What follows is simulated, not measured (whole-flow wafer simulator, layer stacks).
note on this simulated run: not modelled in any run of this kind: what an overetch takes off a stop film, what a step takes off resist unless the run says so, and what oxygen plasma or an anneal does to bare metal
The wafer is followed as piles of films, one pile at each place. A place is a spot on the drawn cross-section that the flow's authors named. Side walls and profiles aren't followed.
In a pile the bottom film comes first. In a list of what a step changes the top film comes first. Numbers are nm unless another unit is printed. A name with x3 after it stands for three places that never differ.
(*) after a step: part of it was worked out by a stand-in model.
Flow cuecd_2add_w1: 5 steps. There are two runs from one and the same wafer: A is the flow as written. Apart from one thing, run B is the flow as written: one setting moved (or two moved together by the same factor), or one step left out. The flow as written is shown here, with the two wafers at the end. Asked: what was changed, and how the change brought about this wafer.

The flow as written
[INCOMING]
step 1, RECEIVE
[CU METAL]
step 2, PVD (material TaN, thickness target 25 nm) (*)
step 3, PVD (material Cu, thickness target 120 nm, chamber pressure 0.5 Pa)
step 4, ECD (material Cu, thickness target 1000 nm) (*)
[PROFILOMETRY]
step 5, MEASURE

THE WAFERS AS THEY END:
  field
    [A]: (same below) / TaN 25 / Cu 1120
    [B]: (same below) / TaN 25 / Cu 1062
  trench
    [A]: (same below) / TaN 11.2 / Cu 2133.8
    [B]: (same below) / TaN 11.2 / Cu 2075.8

The reason: step 3, PVD: thickness target 62 nm was run, though the flow has thickness target 120 nm.

Step by step, how the change led to this:
  step 3, PVD (material Cu, thickness target 120 nm, chamber pressure 0.5 Pa)
      field: A Cu gains 120 (new film) | B Cu gains 62 (new film)
      trench: A Cu gains 53.6 (new film) | B Cu gains 28.2 (new film)
